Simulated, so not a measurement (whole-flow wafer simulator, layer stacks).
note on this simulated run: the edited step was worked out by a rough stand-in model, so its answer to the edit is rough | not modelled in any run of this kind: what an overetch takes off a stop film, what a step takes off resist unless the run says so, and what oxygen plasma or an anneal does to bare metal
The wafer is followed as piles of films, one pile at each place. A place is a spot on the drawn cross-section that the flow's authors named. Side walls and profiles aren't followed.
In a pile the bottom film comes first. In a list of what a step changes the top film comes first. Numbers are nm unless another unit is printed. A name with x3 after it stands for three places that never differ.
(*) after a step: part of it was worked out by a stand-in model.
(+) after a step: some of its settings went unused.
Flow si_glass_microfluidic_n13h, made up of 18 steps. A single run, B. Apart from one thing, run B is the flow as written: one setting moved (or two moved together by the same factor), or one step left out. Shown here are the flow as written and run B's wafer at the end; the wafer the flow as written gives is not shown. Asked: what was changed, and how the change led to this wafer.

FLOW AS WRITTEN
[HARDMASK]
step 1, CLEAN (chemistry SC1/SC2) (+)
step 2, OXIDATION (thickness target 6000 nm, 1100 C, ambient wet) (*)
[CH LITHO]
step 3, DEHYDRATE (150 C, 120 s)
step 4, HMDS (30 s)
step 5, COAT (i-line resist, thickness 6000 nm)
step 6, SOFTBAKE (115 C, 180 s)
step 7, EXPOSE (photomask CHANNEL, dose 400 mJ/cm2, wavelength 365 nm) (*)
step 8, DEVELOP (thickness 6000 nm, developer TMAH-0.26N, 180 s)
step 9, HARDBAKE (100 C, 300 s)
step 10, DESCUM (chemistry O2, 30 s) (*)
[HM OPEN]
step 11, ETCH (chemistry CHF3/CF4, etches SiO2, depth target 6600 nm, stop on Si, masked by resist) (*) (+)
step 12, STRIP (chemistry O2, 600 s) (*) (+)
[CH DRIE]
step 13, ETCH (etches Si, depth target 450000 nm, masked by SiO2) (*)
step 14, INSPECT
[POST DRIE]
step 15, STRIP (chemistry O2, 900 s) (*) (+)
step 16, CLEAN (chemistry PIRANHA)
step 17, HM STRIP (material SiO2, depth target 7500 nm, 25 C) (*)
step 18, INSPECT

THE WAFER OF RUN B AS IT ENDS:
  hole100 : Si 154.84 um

The reason: step 13, ETCH: depth target 382500 nm was run, while the flow as written has depth target 450000 nm.

How this came from the change, step by step:
  step 13, ETCH (etches Si, depth target 450000 nm, masked by SiO2) (*)
      land: -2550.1 SiO2 (as written it would have been: -3004.3 SiO2)
      hole100: -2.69 chemical SiO2 (all of it), -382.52 um Si (as written it would have been: -2.69 chemical SiO2 (all of it), -450.64 um Si)
  step 17, HM STRIP (material SiO2, depth target 7500 nm, 25 C) (*)
      land: -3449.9 SiO2 (all of it) (as written it would have been: -2995.7 SiO2 (all of it))
